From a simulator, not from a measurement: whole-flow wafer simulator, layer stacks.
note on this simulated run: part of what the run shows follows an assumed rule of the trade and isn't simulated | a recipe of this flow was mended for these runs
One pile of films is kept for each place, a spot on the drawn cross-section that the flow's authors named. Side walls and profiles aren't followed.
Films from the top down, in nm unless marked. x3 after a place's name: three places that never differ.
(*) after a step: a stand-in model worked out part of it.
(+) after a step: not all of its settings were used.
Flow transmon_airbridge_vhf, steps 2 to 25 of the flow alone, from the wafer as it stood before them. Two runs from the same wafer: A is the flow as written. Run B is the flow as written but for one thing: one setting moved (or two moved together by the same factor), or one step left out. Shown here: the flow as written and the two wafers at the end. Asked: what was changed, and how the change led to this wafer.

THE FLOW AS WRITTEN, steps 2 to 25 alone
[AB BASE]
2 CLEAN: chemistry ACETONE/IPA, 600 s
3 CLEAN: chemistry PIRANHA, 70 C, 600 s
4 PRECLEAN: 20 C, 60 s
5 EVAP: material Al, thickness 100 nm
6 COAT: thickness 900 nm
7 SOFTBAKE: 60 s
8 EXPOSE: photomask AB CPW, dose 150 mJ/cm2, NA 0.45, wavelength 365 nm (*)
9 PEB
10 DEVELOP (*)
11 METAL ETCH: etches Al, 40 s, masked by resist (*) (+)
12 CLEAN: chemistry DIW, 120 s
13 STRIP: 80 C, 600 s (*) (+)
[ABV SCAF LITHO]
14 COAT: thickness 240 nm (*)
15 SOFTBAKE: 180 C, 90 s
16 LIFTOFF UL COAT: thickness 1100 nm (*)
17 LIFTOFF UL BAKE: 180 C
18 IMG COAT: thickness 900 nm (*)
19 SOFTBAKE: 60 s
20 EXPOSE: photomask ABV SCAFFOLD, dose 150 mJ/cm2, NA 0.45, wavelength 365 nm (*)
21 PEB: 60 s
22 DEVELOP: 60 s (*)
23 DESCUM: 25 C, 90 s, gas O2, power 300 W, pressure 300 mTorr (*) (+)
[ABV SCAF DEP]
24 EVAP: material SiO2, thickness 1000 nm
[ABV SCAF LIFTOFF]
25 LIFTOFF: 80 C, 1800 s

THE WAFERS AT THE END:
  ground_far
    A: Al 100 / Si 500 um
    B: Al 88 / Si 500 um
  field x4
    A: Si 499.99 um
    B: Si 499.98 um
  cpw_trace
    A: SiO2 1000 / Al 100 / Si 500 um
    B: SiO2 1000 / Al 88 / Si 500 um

The cause: step 5, EVAP: thickness 88 nm was run, where the flow has thickness 100 nm.
It can be read off the wafer: ground_far has Al 88, and step 5 as written asks for 100 nm.

How the change led to this, step by step:
  5 EVAP: material Al, thickness 100 nm
      field x4, ground_far, pad_w x2, flank_w x2, gap_w x2, cpw_trace, trace_open_s x2, margin_s x3: A Al +100 (new film) | B Al +88 (new film)
  11 METAL ETCH: etches Al, 40 s, masked by resist (*) (+)
      field x4, gap_w x2: A Al -86.7 (all of it), Si -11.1 | B Al -74.7 (all of it), Si -15.1
